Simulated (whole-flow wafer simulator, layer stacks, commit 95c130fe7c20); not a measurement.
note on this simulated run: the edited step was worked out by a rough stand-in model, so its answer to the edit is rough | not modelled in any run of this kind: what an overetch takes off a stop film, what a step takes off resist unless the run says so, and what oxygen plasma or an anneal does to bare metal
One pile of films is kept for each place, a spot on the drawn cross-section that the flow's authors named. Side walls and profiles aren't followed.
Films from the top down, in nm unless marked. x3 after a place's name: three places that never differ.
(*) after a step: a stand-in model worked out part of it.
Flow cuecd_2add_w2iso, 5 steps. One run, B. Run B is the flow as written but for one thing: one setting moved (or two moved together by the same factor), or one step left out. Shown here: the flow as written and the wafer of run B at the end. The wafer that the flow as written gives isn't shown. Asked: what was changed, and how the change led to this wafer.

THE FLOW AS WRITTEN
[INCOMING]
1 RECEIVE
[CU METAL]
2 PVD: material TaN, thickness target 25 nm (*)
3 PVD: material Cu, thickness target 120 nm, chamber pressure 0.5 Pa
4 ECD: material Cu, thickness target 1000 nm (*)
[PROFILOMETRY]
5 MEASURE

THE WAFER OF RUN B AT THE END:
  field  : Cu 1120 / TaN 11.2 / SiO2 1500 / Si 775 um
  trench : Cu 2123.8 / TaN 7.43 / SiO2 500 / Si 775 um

The cause: step 2, PVD: thickness target 11.2 nm was run, where the flow has thickness target 25 nm.
It can be read off the wafer: field has TaN 11.2, and step 2 as written asks for 25 nm.

How the change led to this, step by step:
  2 PVD: material TaN, thickness target 25 nm (*)
      field: TaN +11.2 (new film) (as written it would be: TaN +25 (new film))
      trench: TaN +7.43 (new film) (as written it would be: TaN +16.6 (new film))
